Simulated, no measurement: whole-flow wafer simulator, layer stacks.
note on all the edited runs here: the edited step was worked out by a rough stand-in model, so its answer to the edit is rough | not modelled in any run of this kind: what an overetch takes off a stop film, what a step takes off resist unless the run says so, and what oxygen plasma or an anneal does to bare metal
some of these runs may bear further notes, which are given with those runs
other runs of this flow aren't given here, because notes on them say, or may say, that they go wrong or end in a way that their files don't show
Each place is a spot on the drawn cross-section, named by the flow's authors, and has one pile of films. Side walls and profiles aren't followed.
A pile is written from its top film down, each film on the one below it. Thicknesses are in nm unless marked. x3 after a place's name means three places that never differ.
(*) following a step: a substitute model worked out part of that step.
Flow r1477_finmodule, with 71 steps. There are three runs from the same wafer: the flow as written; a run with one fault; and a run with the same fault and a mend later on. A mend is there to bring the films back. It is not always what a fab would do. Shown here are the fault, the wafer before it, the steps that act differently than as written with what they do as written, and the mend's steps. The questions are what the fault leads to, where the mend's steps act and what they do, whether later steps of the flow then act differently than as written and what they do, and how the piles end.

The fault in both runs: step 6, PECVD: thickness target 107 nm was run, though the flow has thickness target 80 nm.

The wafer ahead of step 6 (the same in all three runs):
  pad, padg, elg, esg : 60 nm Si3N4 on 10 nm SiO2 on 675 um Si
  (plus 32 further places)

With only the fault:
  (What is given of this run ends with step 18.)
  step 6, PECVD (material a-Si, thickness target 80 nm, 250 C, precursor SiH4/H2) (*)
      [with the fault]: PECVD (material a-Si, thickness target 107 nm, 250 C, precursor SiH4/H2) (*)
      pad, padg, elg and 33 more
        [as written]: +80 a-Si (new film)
        [with the fault]: +107 a-Si (new film)
  Steps further on in the flow that do not act as written:
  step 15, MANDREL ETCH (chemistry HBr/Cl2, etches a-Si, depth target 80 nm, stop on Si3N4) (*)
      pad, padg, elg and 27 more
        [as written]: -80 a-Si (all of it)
        [with the fault]: -80 a-Si
  After step 18, at pad, padg, elg and 33 more, the piles differ from the flow's by more than 2% or 0.5 nm, whichever is larger.
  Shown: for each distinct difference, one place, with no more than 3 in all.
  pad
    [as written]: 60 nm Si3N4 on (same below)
    [with the fault]: 27 nm a-Si on 60 nm Si3N4 on (same below)
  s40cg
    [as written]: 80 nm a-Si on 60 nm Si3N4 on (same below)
    [with the fault]: 107 nm a-Si on 60 nm Si3N4 on (same below)

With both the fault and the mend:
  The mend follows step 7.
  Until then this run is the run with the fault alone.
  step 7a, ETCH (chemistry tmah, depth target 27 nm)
      pad, padg, elg and 33 more
        -27 a-Si
  None of the later steps of the flow acts differently than as written at any place that is followed.
  By the end, the piles equal the flow's at every place that both follow.
